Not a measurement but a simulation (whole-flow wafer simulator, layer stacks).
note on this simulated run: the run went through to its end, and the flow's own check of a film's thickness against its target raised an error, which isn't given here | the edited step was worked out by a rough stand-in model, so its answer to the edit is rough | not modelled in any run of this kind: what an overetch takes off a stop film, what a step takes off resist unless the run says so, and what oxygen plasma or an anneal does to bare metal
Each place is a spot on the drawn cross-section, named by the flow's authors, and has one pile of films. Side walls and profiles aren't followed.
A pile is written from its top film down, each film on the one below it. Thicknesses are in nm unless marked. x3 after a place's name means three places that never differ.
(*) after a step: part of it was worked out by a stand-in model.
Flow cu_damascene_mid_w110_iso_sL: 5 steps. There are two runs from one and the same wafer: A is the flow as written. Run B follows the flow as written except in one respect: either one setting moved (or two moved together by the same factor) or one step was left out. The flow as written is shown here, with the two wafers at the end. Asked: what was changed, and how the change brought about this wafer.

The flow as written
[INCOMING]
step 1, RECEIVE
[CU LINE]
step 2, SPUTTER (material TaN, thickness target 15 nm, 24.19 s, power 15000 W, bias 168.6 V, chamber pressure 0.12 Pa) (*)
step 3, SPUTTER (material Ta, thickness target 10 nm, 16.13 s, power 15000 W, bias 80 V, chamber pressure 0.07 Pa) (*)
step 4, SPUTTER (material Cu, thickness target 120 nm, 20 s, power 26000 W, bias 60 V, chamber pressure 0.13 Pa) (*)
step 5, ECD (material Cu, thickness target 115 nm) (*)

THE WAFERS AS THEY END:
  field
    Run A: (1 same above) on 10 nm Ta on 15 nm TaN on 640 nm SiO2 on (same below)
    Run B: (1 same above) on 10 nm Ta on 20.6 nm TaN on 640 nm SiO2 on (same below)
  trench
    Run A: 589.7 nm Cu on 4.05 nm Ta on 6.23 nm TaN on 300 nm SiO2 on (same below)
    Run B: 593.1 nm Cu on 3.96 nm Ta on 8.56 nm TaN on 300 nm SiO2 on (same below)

Cause: step 2, SPUTTER: thickness target 20.6 nm was run, though the flow has thickness target 15 nm; step 2, SPUTTER: 33.26 s was run, where the flow has 24.19 s.
The wafer lets one read it off: field has TaN 20.6, and step 2 as written asks for 15 nm.

Step by step, how the change led to this:
  step 2, SPUTTER (material TaN, thickness target 15 nm, 24.19 s, power 15000 W, bias 168.6 V, chamber pressure 0.12 Pa) (*)
      field: A +15 TaN (new film) | B +20.6 TaN (new film)
      trench: A +6.23 TaN (new film) | B +8.56 TaN (new film)
